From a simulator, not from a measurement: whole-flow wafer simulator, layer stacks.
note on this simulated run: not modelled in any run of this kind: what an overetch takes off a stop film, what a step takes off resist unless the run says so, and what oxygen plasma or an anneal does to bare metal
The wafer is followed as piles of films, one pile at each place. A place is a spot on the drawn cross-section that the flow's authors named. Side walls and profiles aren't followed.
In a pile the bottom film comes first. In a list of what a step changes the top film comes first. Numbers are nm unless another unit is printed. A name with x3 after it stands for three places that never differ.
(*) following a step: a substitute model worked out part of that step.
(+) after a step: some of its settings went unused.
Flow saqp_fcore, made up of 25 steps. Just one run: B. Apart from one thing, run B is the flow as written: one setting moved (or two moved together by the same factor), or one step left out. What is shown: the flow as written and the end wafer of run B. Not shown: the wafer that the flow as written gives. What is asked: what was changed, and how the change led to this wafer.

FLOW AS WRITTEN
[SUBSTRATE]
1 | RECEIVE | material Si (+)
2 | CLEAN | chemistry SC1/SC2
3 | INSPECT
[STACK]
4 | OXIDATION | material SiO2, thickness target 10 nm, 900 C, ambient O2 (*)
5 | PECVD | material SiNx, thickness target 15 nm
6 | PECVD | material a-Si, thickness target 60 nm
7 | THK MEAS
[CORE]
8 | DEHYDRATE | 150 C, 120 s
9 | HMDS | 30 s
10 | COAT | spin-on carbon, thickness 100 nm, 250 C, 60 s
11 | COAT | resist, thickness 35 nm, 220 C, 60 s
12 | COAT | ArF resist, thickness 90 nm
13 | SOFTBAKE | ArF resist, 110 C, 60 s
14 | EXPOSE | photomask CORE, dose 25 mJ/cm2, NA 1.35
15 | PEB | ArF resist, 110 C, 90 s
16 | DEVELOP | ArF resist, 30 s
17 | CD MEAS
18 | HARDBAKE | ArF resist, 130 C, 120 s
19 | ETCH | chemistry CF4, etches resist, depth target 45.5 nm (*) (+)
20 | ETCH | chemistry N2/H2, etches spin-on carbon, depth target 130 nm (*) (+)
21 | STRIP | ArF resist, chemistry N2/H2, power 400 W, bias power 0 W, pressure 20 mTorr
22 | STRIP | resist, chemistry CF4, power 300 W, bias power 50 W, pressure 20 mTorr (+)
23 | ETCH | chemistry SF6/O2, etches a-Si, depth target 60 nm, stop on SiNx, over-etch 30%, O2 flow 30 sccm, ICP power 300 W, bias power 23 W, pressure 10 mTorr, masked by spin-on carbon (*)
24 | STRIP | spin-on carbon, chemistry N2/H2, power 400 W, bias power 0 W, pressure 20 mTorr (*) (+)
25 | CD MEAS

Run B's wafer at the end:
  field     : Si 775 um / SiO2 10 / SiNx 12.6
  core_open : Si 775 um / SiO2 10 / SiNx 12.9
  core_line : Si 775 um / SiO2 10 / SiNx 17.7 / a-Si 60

Cause: step 5, PECVD: thickness target 17.7 nm was run, whereas the flow has thickness target 15 nm.
One can read it off the wafer: core_line has SiNx 17.7, and step 5 as written asks for 15 nm.

The path from the change to this, step by step:
  5 | PECVD | material SiNx, thickness target 15 nm
      field, core_open, core_line: +17.7 SiNx (new film) (as written it would have been: +15 SiNx (new film))
